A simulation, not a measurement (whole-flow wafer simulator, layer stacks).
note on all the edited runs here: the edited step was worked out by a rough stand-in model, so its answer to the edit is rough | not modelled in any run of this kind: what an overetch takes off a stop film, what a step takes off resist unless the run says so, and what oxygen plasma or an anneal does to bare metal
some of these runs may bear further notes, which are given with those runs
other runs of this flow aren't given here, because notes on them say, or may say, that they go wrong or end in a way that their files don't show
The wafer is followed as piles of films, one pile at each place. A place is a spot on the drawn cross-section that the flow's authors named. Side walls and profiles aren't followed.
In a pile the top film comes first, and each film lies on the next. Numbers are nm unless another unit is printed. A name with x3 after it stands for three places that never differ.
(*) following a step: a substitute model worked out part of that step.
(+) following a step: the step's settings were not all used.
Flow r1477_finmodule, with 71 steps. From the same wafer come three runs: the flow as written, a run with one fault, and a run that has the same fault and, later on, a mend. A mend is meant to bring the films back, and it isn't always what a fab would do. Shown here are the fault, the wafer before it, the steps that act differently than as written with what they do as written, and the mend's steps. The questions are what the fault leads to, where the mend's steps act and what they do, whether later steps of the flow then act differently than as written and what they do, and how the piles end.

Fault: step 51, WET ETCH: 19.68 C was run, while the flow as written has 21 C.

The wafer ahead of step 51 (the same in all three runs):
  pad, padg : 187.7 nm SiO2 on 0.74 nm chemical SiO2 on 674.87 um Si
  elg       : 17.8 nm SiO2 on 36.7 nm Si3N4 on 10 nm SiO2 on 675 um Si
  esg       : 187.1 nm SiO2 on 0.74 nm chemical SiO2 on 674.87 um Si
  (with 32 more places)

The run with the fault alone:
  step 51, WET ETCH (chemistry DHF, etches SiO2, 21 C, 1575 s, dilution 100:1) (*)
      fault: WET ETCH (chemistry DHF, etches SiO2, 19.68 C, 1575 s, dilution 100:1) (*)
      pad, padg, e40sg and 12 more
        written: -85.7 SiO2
        fault: -81.2 SiO2
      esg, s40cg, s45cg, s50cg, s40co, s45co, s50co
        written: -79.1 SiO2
        fault: -74.9 SiO2
  Later steps of the flow acting differently than as written (not shown: 1 more step that differs only slightly, by at most 2% or 0.5 nm, whichever is larger):
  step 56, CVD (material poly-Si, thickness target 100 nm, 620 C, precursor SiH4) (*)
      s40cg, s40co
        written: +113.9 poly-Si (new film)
        fault: +109.8 poly-Si (new film)
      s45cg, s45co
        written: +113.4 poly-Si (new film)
        fault: +109.2 poly-Si (new film)
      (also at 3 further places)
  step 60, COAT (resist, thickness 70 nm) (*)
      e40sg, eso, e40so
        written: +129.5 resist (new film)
        fault: +125.7 resist (new film)
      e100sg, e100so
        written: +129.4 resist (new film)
        fault: +125.6 resist (new film)
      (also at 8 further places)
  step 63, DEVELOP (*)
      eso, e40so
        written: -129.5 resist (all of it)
        fault: -125.7 resist (all of it)
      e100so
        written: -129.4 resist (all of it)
        fault: -125.6 resist (all of it)
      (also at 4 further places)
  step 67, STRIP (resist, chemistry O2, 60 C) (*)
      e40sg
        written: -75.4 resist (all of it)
        fault: -71.6 resist (all of it)
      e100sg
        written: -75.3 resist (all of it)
        fault: -71.5 resist (all of it)
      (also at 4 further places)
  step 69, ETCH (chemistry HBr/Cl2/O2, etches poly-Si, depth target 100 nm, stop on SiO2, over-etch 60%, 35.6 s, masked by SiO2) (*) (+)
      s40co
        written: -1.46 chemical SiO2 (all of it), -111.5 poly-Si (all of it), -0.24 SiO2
        fault: -1.44 chemical SiO2 (all of it), -107.3 poly-Si (all of it), -0.26 SiO2
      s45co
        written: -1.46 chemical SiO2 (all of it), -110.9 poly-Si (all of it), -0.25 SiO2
        fault: -1.44 chemical SiO2 (all of it), -106.8 poly-Si (all of it), -0.27 SiO2
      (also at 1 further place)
  At pad, padg, esg and 19 more, the piles at the end differ from the flow's by more than 2% or 0.5 nm, whichever is larger.
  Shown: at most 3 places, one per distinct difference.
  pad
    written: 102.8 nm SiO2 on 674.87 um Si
    fault: 107.3 nm SiO2 on 674.87 um Si
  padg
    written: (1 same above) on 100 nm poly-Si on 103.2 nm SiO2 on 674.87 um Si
    fault: (1 same above) on 100 nm poly-Si on 107.7 nm SiO2 on 674.87 um Si
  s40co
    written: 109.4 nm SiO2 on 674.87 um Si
    fault: 113.5 nm SiO2 on 674.87 um Si

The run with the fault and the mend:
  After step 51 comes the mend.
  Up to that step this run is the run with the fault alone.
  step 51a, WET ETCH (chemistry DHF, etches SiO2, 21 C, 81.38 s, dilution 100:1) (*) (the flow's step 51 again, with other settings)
      pad, padg, e40sg and 12 more
        -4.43 SiO2
      elg, e40lg, e100lg, e200lg, elo, e40lo, e100lo, e200lo
        -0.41 Si3N4
      esg, s40cg, s45cg, s50cg, s40co, s45co, s50co
        -4.09 SiO2
  None of the later steps of the flow differs from how it acts as written, at any place that is followed, by more than 2% or 0.5 nm, whichever is larger.
  The piles end only slightly different from the flow's at the places that both follow, by no more than 2% or 0.5 nm, whichever is larger.
